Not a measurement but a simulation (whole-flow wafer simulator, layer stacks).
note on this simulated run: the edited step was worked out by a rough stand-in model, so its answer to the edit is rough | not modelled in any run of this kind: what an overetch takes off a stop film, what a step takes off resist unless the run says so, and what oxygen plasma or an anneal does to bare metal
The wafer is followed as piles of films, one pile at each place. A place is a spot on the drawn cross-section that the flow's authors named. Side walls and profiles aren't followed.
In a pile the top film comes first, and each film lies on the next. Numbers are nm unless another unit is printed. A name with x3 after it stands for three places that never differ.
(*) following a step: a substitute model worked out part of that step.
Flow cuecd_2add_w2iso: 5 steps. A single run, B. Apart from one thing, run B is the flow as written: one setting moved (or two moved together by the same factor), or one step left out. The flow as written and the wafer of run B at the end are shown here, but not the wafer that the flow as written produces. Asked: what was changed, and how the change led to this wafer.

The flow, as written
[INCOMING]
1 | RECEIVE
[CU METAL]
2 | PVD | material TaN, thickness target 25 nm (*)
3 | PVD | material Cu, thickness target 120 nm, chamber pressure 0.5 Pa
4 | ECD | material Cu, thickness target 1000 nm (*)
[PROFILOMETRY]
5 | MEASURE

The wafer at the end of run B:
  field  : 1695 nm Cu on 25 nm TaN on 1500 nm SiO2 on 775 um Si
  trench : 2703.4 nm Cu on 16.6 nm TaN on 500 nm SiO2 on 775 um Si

What caused this: step 4, ECD: thickness target 1575 nm was run, while the flow as written has thickness target 1000 nm.

How this came from the change, step by step:
  4 | ECD | material Cu, thickness target 1000 nm (*)
      field: +1575 Cu (it would be, as written: +1000 Cu)
      trench: +2622.6 Cu (it would be, as written: +2047.6 Cu)
